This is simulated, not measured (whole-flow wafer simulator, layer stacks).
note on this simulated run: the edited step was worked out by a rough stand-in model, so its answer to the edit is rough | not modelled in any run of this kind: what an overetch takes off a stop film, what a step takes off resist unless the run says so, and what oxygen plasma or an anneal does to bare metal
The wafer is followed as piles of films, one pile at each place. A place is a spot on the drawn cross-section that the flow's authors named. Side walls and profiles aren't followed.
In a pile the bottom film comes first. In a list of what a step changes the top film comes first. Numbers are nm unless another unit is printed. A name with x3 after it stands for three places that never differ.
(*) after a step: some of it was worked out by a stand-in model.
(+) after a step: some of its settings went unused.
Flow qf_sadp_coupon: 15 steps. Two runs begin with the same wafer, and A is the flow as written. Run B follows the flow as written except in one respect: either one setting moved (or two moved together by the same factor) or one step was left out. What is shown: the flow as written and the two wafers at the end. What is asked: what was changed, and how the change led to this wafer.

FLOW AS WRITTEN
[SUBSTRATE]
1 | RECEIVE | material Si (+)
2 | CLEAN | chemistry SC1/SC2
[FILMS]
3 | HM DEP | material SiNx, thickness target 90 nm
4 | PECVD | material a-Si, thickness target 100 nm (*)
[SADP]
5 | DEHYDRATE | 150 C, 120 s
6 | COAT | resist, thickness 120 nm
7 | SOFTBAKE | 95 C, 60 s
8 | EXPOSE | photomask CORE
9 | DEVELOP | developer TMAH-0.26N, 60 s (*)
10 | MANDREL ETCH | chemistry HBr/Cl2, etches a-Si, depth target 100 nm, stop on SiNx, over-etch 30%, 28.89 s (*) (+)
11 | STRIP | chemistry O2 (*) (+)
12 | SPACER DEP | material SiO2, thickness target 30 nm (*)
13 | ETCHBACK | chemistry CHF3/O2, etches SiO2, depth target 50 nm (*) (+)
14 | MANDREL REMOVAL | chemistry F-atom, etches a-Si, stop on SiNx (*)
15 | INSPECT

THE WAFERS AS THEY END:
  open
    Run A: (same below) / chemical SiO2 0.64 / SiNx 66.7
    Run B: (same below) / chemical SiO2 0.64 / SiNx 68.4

What caused this: step 10, MANDREL ETCH: over-etch 18% was run, though the flow has over-etch 30%.

How this came from the change, step by step:
  10 | MANDREL ETCH | chemistry HBr/Cl2, etches a-Si, depth target 100 nm, stop on SiNx, over-etch 30%, 28.89 s (*) (+)
      m: A resist loses 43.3 | B resist loses 39.3
      open: A a-Si loses 100 (all of it), SiNx loses 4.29 | B a-Si loses 100 (all of it), SiNx loses 2.57
  11 | STRIP | chemistry O2 (*) (+)
      m: A chemical SiO2 gains 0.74 (new film), resist loses 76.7 (all of it), a-Si loses 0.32 | B chemical SiO2 gains 0.73 (new film), resist loses 80.7 (all of it), a-Si loses 0.32
